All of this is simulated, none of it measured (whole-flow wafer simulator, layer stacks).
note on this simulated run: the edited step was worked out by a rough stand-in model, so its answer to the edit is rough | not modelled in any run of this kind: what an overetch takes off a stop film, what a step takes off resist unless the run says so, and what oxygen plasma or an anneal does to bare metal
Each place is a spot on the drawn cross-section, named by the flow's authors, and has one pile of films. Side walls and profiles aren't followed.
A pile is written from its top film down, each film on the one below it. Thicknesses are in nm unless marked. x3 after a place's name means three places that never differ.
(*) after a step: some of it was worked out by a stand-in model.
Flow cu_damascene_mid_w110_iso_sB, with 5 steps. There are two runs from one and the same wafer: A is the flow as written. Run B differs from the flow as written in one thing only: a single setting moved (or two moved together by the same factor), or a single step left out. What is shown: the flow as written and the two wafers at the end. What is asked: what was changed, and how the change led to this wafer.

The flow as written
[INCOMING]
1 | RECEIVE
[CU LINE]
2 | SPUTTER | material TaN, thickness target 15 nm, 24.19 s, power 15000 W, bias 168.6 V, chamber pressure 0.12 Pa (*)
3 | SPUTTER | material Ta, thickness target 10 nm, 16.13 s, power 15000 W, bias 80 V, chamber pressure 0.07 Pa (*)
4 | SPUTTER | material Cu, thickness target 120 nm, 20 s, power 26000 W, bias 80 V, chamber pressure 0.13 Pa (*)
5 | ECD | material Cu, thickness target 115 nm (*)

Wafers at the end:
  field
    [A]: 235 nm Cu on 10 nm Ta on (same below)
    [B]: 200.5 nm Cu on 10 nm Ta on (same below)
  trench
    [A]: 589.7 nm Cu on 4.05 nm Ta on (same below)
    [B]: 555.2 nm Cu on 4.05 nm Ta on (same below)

The reason: step 5, ECD: thickness target 80.5 nm was run, while the flow as written has thickness target 115 nm.

How this came from the change, step by step:
  5 | ECD | material Cu, thickness target 115 nm (*)
      field: A Cu gains 115 | B Cu gains 80.5
      trench: A Cu gains 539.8 | B Cu gains 505.3
